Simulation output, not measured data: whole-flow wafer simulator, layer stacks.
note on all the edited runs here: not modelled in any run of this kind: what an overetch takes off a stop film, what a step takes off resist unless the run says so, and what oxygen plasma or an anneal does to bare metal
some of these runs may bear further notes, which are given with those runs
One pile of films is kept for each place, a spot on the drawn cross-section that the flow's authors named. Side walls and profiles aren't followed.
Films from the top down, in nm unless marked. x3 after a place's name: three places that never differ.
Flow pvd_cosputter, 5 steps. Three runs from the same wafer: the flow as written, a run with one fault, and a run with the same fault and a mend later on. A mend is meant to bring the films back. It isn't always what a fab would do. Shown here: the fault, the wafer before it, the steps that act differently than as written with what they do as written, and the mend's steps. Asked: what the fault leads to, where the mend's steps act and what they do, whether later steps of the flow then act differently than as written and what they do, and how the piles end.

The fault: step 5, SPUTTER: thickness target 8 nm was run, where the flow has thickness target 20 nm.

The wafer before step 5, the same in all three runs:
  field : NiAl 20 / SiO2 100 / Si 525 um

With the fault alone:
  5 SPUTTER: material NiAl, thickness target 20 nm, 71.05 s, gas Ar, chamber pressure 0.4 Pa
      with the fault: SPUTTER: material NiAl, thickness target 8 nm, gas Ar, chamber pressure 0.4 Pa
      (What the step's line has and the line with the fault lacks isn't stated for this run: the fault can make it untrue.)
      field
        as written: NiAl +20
        with the fault: NiAl +8
  No later step of the flow acts differently than as written at any place that is followed.
  At the end the piles differ from the flow's by more than 2% or 0.5 nm, whichever is larger, at field.
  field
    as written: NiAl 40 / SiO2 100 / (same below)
    with the fault: NiAl 28 / SiO2 100 / (same below)

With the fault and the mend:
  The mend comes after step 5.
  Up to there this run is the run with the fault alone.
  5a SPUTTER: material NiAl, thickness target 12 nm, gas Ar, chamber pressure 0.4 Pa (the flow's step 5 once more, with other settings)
      field
        NiAl +12
  No later step of the flow acts differently than as written at any place that is followed.
  At the end the piles are the same as the flow's at every place that both follow.
